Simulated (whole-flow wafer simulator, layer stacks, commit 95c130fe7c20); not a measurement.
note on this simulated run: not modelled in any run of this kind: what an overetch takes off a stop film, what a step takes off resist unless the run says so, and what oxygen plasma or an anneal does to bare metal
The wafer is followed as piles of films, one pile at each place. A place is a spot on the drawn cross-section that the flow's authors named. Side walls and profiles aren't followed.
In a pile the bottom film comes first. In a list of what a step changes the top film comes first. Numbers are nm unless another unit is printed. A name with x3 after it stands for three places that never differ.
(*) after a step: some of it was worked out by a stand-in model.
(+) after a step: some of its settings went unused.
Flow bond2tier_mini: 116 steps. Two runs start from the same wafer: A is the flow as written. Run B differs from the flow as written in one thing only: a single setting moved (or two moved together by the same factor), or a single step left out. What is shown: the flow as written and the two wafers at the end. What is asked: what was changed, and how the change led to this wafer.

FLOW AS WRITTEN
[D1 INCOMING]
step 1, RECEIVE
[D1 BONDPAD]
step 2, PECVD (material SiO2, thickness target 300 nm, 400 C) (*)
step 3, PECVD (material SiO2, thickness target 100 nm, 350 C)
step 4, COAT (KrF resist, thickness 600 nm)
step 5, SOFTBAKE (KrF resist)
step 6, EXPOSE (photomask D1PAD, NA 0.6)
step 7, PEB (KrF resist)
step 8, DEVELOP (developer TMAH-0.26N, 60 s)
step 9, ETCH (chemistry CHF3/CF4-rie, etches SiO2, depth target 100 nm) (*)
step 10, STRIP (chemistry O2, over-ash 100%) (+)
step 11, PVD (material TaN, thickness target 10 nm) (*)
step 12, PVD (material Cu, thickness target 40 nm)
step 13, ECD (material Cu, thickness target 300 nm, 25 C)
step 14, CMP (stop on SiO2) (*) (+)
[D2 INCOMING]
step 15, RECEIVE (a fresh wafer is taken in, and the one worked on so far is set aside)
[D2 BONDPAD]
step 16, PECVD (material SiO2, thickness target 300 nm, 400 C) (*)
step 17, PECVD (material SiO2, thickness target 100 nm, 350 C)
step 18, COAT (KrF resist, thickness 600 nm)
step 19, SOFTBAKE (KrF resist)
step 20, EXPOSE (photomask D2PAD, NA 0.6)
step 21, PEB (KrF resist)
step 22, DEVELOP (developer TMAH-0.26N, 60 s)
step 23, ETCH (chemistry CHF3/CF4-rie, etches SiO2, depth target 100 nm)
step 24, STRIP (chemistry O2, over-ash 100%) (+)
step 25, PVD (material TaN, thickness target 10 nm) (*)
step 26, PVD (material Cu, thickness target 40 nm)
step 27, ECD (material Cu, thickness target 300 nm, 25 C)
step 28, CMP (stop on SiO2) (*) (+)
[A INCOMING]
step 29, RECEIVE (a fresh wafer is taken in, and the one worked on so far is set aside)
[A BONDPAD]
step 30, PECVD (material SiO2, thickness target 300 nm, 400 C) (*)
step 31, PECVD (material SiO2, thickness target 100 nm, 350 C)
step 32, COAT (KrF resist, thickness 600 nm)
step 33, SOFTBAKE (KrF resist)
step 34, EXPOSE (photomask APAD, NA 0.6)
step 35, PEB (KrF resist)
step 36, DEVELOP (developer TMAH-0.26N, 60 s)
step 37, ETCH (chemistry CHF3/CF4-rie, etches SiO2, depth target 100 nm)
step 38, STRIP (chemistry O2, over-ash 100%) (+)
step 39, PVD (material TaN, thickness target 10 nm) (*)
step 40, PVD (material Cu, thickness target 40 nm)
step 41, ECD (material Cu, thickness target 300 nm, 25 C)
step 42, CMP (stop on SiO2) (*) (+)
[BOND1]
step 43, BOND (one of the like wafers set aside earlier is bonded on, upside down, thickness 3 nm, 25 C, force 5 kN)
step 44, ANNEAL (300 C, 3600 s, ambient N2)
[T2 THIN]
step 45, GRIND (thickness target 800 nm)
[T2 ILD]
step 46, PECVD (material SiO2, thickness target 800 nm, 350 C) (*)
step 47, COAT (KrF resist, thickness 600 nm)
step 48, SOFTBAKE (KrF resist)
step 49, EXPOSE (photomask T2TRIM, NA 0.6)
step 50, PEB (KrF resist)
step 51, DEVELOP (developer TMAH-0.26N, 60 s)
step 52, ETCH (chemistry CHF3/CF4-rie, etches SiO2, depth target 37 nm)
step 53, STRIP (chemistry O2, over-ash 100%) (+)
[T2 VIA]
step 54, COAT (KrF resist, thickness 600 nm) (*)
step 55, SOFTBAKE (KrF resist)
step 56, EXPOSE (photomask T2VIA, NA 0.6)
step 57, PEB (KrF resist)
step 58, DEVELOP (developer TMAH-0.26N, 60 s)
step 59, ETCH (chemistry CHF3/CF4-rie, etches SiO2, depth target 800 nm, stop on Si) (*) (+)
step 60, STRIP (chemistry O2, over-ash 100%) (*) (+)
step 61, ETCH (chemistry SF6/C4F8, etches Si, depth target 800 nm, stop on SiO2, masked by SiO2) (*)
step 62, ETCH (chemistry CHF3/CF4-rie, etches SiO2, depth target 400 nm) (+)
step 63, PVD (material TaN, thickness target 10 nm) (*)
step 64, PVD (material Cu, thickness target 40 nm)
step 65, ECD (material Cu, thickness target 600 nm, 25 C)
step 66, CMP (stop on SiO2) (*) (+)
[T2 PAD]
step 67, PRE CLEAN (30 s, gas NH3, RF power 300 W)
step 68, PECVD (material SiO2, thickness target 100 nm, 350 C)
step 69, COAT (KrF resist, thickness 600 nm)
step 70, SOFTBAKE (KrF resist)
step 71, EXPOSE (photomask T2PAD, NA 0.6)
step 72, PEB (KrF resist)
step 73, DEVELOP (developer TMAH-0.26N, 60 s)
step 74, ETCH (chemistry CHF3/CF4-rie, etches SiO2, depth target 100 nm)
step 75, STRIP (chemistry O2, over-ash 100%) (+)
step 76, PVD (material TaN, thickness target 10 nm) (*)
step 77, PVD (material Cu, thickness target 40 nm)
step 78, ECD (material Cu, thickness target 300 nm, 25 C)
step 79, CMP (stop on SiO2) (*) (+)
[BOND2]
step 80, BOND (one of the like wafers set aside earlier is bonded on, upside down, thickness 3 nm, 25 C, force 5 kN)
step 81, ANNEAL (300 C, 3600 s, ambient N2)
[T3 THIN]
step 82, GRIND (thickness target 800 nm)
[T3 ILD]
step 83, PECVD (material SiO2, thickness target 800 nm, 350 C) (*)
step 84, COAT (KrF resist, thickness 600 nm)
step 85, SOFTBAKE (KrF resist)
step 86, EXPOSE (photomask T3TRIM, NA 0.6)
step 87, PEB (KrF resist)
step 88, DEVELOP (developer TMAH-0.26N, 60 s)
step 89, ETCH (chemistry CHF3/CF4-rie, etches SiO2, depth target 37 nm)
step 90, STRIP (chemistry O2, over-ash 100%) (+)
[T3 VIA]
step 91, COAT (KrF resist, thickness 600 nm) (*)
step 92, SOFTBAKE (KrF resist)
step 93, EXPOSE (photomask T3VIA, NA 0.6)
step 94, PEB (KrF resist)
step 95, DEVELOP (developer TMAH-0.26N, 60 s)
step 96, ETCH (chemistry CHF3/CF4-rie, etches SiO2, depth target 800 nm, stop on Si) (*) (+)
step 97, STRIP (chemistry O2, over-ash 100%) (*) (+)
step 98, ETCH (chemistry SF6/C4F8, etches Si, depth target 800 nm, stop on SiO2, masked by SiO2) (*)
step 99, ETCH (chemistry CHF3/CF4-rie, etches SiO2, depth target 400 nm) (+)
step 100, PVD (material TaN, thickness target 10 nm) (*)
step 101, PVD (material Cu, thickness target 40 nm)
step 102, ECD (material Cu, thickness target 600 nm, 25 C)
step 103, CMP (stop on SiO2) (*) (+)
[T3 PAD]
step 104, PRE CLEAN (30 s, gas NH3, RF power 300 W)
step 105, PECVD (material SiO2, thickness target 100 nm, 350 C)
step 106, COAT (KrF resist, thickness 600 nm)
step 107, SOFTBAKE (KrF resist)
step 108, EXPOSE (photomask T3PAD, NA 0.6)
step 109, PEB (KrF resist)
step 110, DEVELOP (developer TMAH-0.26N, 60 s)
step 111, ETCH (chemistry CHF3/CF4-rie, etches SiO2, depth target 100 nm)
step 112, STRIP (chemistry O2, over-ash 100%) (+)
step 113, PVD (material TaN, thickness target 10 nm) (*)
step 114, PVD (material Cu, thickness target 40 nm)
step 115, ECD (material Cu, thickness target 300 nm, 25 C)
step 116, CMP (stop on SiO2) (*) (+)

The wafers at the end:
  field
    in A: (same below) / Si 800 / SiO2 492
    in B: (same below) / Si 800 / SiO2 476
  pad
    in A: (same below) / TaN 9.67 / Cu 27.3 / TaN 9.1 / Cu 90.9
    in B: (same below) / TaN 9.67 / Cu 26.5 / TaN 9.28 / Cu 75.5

Cause: step 105, PECVD: thickness target 84 nm was run, whereas the flow has thickness target 100 nm.

The path from the change to this, step by step:
  step 105, PECVD (material SiO2, thickness target 100 nm, 350 C)
      field: A SiO2 gains 100 | B SiO2 gains 84
      pad: A SiO2 gains 100 (new film) | B SiO2 gains 84 (new film)
  step 111, ETCH (chemistry CHF3/CF4-rie, etches SiO2, depth target 100 nm)
      pad: A SiO2 loses 100 (all of it) | B SiO2 loses 84 (all of it), Cu loses 0.8
  step 115, ECD (material Cu, thickness target 300 nm, 25 C)
      pad: A Cu gains 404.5 | B Cu gains 388.6
